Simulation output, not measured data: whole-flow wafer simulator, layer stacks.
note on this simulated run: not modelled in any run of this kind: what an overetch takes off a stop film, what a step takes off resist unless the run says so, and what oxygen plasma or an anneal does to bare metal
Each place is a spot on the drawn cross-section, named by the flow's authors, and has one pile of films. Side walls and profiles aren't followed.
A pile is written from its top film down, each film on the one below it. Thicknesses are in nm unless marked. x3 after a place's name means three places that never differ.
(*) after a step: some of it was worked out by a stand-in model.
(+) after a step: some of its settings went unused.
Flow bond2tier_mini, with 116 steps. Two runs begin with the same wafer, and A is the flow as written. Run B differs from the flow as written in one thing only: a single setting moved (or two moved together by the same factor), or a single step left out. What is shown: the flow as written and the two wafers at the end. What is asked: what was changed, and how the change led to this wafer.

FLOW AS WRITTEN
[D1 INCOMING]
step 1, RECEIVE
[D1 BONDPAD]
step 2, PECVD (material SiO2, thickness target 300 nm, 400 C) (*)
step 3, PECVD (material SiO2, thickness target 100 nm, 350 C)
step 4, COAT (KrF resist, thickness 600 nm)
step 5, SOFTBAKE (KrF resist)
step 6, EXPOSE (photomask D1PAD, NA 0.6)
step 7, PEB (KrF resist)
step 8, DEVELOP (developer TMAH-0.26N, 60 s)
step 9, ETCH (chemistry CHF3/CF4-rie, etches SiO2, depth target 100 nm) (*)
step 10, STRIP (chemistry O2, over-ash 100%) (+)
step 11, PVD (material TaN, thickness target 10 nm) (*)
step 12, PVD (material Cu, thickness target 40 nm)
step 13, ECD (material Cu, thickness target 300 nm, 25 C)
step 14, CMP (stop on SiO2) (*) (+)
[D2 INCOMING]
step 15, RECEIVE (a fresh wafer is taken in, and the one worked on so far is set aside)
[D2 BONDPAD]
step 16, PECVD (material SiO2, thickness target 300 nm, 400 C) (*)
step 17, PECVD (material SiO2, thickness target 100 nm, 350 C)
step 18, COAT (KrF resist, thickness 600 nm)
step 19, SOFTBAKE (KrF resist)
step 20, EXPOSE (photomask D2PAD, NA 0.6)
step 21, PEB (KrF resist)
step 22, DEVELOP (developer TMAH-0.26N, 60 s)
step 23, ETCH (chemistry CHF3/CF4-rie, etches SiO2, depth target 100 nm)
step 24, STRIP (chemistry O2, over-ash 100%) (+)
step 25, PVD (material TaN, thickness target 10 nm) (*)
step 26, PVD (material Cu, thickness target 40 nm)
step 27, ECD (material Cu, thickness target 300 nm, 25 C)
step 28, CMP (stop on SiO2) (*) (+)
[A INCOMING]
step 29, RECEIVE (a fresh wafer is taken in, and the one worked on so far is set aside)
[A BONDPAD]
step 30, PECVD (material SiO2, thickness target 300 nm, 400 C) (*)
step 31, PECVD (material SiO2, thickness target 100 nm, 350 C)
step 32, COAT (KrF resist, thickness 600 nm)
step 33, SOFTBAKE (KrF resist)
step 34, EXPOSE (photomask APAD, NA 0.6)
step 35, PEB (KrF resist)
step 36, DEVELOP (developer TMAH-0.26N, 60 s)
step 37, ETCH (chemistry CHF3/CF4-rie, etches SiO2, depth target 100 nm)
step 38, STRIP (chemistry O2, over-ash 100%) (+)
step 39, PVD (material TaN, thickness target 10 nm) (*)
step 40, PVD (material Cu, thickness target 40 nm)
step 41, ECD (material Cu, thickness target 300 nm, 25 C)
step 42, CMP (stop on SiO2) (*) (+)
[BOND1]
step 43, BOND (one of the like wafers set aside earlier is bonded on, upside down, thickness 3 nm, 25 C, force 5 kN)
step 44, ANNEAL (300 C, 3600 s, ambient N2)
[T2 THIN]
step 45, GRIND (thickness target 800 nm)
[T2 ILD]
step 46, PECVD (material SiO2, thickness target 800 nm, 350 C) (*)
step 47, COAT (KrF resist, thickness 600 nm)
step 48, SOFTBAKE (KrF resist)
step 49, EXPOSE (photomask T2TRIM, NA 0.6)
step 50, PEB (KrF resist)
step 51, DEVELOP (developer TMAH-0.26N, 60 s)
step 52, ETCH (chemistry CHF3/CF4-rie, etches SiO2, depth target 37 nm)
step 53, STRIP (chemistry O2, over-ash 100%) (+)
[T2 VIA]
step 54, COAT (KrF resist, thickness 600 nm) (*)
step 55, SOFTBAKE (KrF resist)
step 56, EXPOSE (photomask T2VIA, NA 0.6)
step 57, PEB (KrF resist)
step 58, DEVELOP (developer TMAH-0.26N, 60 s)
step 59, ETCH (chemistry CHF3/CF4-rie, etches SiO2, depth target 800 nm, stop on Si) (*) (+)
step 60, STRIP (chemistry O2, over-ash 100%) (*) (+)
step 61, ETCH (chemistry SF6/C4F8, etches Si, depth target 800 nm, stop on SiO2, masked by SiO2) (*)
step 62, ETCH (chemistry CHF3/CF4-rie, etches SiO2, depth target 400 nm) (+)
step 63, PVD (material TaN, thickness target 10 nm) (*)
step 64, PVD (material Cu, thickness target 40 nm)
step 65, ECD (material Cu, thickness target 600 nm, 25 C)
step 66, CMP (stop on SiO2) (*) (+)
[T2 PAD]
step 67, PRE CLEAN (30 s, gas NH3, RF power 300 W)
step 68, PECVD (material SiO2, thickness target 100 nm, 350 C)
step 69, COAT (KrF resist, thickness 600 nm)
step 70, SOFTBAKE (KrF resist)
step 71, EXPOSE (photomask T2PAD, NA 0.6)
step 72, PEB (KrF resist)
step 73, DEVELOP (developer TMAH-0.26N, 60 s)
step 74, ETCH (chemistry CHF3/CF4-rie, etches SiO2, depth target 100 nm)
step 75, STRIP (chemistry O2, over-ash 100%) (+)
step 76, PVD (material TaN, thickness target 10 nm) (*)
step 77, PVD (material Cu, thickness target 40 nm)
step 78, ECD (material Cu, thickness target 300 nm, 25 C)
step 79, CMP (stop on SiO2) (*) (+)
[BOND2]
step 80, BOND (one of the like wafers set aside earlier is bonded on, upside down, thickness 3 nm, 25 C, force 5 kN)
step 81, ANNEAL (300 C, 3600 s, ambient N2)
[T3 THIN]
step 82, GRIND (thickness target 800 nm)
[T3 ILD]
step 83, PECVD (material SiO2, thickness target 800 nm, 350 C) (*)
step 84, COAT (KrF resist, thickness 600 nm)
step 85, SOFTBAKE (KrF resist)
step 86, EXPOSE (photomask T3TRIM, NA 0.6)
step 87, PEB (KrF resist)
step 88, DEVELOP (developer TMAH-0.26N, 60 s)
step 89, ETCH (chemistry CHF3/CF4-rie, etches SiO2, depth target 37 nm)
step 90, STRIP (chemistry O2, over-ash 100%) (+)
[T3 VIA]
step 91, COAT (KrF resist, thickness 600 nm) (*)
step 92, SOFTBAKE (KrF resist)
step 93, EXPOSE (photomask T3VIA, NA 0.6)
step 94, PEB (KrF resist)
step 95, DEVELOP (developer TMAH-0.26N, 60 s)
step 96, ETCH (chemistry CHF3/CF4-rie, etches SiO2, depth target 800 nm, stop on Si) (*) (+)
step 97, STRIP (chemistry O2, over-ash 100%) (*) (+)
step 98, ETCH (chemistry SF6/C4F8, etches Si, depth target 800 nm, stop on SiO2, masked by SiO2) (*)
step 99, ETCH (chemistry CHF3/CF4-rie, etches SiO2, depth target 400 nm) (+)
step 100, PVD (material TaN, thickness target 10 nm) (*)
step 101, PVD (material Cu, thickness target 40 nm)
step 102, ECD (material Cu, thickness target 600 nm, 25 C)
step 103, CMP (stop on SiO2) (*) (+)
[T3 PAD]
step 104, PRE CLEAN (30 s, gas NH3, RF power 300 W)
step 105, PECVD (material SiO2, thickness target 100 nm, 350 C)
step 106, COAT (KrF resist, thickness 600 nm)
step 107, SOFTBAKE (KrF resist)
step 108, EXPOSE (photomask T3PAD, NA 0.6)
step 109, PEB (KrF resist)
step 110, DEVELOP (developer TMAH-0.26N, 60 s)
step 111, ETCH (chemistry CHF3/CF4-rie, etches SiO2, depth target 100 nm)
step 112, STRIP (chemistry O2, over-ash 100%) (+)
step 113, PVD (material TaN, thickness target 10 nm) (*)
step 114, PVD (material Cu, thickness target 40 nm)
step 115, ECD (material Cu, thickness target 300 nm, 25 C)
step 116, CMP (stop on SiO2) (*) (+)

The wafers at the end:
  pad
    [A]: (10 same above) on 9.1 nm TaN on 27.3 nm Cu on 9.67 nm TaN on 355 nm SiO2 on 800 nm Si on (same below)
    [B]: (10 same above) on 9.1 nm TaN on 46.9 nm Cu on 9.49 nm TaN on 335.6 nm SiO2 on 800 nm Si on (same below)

The reason: step 52, ETCH: depth target 56.4 nm was run, whereas the flow has depth target 37 nm.

Step by step, how the change led to this:
  step 52, ETCH (chemistry CHF3/CF4-rie, etches SiO2, depth target 37 nm)
      pad, via: A SiO2 loses 37 | B SiO2 loses 56.4
      field: A KrF resist loses 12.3 | B KrF resist loses 18.8
  step 59, ETCH (chemistry CHF3/CF4-rie, etches SiO2, depth target 800 nm, stop on Si) (*) (+)
      via: A SiO2 loses 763 (all of it) | B SiO2 loses 743.6 (all of it)
  step 60, STRIP (chemistry O2, over-ash 100%) (*) (+)
      field: A KrF resist loses 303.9 (all of it) | B KrF resist loses 295.7 (all of it)
      pad: A KrF resist loses 336 (all of it) | B KrF resist loses 344.5 (all of it)
  step 64, PVD (material Cu, thickness target 40 nm)
      pad: A Cu gains 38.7 (new film) | B Cu gains 37.9 (new film)
  step 65, ECD (material Cu, thickness target 600 nm, 25 C)
      pad: A Cu gains 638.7 | B Cu gains 659
